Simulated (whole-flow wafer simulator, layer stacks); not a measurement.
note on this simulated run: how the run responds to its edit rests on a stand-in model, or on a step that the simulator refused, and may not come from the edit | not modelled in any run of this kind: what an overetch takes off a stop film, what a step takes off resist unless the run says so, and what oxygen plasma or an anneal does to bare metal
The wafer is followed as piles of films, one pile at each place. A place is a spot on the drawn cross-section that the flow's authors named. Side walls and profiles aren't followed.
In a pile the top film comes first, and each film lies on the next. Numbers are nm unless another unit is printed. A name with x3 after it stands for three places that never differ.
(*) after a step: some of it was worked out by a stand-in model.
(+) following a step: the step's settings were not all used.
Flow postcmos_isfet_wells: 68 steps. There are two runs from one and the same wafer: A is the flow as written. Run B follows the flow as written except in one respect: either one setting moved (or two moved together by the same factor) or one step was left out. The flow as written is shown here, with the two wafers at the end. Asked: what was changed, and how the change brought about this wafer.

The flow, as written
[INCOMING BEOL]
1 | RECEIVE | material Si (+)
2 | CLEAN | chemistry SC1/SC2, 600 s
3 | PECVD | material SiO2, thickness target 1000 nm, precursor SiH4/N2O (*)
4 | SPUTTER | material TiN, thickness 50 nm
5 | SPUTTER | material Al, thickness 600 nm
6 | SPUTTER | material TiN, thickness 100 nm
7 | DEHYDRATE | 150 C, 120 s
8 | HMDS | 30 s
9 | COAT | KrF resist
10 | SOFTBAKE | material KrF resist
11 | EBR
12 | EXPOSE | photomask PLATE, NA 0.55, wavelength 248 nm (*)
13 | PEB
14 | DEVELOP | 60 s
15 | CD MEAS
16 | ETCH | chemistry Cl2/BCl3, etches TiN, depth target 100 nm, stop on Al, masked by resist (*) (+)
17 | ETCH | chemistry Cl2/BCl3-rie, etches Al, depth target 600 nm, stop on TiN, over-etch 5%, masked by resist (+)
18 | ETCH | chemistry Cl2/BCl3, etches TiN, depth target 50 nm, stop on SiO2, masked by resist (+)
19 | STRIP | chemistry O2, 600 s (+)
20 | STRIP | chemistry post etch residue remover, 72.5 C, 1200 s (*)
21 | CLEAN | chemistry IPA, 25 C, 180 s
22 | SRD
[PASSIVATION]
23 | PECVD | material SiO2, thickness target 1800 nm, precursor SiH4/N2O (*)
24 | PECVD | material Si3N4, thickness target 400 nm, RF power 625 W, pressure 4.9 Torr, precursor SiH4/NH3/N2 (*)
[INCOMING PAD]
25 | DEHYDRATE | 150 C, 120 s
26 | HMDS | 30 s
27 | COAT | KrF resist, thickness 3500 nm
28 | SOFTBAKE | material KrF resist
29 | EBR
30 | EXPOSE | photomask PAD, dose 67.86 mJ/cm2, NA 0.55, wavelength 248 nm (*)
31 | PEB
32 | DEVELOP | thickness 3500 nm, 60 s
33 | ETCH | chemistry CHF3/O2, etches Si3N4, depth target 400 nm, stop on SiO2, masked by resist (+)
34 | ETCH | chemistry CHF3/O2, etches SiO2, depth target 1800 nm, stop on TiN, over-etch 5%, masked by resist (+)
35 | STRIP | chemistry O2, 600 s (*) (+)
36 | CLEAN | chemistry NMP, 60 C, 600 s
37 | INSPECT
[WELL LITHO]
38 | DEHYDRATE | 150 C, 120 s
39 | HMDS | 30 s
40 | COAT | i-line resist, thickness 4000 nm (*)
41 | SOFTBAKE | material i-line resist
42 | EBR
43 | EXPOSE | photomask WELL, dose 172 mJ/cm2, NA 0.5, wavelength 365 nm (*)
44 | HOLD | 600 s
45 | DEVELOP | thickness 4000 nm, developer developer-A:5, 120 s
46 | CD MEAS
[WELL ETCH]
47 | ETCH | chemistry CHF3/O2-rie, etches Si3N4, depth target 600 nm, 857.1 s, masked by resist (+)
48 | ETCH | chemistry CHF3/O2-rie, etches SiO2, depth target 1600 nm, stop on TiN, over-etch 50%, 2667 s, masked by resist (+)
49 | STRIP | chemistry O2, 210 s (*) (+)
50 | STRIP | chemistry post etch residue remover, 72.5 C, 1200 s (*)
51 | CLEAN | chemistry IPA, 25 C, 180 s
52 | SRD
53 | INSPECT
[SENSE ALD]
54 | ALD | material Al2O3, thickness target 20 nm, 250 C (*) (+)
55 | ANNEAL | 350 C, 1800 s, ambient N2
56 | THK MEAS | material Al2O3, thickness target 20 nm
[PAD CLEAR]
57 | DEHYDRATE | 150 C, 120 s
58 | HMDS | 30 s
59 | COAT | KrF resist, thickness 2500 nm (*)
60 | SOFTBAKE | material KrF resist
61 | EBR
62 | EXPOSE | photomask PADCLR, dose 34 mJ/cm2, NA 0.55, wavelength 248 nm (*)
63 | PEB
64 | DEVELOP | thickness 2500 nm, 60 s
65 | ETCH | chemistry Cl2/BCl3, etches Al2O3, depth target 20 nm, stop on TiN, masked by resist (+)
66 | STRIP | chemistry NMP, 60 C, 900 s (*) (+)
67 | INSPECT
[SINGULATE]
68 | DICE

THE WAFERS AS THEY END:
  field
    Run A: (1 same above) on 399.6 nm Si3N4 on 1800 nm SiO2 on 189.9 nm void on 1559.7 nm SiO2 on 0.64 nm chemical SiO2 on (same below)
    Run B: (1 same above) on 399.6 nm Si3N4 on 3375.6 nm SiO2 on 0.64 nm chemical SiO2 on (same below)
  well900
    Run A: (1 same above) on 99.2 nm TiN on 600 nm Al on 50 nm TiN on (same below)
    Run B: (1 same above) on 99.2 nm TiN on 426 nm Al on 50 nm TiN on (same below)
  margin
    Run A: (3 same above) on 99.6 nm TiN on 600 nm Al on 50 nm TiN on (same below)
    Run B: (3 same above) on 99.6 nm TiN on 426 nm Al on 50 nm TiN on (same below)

The reason: step 5, SPUTTER: thickness 426 nm was run, though the flow has thickness 600 nm.
The wafer lets one read it off: well900 has Al 426, and step 5 as written asks for 600 nm.

Step by step, how the change led to this:
  5 | SPUTTER | material Al, thickness 600 nm
      field, margin, well900, well1300 x3, pad_rim, pad_clr, pad_open: A +600 Al (new film) | B +426 Al (new film)
  17 | ETCH | chemistry Cl2/BCl3-rie, etches Al, depth target 600 nm, stop on TiN, over-etch 5%, masked by resist (+)
      margin, well900, well1300 x3, pad_rim, pad_clr, pad_open: A -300 KrF resist | B -223.6 KrF resist
      field: A -600 Al (all of it) | B -426 Al (all of it)
  19 | STRIP | chemistry O2, 600 s (+)
      margin, well900, well1300 x3, pad_rim, pad_clr, pad_open: A -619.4 KrF resist (all of it) | B -695.7 KrF resist (all of it)
  23 | PECVD | material SiO2, thickness target 1800 nm, precursor SiH4/N2O (*)
      field: A +1800 SiO2 (new film), +189.9 void (new film), +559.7 SiO2 | B +2375.6 SiO2
